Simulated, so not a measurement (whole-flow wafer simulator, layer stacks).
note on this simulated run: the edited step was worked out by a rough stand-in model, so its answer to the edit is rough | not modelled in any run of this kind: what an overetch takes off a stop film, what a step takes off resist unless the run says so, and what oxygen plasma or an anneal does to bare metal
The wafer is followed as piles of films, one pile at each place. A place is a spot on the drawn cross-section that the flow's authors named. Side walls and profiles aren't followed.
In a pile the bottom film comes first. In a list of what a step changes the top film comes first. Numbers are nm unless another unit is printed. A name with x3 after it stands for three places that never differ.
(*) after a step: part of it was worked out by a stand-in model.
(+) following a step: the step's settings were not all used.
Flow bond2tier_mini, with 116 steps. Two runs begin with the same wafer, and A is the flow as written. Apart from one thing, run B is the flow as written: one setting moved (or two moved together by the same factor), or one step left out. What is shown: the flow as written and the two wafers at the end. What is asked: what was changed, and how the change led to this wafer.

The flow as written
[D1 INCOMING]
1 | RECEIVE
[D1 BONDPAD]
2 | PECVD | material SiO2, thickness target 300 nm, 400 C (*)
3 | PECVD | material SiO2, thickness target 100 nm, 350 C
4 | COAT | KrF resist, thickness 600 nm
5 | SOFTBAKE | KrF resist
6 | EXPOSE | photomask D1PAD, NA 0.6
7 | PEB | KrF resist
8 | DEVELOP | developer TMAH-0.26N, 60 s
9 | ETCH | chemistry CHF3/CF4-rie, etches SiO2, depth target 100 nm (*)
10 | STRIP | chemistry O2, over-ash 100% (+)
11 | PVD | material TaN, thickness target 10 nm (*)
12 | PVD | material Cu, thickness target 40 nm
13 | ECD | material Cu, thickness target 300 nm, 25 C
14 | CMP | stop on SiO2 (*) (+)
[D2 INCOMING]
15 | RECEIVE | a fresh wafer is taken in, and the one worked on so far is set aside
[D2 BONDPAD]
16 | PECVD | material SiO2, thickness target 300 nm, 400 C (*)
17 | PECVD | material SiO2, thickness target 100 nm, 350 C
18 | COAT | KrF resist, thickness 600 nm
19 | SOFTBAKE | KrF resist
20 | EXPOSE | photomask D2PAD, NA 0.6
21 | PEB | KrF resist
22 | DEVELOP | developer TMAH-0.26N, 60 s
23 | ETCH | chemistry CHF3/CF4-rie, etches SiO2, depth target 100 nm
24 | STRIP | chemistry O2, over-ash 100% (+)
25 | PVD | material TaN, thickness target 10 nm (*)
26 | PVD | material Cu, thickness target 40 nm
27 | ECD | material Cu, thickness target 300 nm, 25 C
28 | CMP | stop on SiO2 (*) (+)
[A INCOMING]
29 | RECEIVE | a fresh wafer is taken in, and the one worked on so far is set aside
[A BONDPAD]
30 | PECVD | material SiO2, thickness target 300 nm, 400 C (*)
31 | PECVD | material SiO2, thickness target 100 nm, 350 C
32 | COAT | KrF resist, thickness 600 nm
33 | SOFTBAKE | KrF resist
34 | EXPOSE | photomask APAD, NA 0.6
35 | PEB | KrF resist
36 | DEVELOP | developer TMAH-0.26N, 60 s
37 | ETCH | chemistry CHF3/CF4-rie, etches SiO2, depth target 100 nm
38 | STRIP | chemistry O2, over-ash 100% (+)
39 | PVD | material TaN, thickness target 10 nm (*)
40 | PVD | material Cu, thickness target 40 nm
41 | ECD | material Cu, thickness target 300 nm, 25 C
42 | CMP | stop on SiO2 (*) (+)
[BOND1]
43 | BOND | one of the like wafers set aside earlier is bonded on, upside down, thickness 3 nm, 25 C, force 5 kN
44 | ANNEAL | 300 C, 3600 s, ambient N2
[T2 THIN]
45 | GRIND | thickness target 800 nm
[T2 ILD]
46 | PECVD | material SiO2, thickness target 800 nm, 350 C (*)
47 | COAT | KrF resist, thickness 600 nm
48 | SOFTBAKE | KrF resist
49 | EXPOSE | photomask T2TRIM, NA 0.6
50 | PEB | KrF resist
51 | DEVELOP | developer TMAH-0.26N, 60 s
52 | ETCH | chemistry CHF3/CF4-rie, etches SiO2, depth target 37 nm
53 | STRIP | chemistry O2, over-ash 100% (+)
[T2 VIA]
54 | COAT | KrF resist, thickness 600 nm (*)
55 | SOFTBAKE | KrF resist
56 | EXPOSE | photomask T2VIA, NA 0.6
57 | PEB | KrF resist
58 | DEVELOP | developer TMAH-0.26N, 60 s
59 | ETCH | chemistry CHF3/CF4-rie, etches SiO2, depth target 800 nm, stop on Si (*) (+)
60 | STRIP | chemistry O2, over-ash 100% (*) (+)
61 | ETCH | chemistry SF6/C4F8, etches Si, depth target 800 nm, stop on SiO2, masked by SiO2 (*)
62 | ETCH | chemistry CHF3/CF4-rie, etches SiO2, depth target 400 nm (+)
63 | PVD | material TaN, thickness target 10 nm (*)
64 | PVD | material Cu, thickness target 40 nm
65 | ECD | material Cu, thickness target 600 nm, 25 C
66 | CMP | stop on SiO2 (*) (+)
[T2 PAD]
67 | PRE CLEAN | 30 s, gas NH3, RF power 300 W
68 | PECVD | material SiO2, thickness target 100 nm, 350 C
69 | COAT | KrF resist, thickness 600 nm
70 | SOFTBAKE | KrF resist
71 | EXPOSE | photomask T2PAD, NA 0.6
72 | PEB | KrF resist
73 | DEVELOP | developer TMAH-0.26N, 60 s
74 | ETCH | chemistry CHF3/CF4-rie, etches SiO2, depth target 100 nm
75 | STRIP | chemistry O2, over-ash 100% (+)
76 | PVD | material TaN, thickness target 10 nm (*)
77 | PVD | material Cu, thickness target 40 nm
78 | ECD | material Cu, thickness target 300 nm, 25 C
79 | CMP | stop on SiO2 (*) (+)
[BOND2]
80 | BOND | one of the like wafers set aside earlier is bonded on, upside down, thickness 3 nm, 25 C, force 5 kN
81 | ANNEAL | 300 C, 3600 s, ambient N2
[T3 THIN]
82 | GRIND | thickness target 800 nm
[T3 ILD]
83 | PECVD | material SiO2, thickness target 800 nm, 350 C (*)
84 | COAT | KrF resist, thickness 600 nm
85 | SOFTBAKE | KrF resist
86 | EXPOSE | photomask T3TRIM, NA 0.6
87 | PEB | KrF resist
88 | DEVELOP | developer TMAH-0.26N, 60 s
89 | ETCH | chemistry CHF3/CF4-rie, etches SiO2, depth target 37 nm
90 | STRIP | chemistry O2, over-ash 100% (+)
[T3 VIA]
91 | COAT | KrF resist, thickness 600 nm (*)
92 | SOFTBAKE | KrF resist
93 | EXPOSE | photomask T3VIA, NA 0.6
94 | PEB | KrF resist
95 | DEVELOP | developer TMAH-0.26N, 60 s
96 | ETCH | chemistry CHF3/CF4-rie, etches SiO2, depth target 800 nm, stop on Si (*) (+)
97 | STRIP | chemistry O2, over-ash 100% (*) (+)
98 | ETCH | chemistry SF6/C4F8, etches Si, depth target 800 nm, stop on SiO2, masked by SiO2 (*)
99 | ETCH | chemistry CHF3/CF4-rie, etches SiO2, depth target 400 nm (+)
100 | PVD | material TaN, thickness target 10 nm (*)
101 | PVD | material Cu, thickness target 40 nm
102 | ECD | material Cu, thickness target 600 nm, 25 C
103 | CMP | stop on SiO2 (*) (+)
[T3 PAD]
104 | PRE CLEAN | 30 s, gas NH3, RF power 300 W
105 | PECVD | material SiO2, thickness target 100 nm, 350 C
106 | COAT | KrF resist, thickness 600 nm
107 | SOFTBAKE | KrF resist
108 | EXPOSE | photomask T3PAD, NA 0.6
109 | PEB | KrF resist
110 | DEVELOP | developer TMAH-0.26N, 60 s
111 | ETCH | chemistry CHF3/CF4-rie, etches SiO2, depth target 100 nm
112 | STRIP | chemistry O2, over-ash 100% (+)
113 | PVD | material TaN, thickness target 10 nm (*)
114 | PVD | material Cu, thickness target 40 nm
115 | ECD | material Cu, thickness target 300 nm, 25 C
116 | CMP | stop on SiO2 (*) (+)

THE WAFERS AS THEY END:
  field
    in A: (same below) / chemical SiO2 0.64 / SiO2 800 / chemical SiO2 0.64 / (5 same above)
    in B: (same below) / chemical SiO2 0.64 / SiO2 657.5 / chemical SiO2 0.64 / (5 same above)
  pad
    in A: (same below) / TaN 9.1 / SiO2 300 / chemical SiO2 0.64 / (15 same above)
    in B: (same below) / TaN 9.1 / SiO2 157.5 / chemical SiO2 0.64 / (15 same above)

Cause: step 2, PECVD: thickness target 157.5 nm was run, whereas the flow has thickness target 300 nm.
The wafer lets one read it off: pad has SiO2 157.5, and step 2 as written asks for 300 nm.

The path from the change to this, step by step:
  2 | PECVD | material SiO2, thickness target 300 nm, 400 C (*)
      field, pad, via: A SiO2 gains 300 (new film) | B SiO2 gains 157.5 (new film)
  43 | BOND | one of the like wafers set aside earlier is bonded on, upside down, thickness 3 nm, 25 C, force 5 kN
      field: A Si gains 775 um (new film), chemical SiO2 gains 0.64 (new film), SiO2 gains 400 | B Si gains 775 um (new film), chemical SiO2 gains 0.64 (new film), SiO2 gains 257.5
      pad: A Si gains 775 um (new film), chemical SiO2 gains 0.64 (new film), SiO2 gains 300 (new film), TaN gains 9.1 (new film), Cu gains 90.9 | B Si gains 775 um (new film), chemical SiO2 gains 0.64 (new film), SiO2 gains 157.5 (new film), TaN gains 9.1 (new film), Cu gains 90.9
      (also at 1 further place)
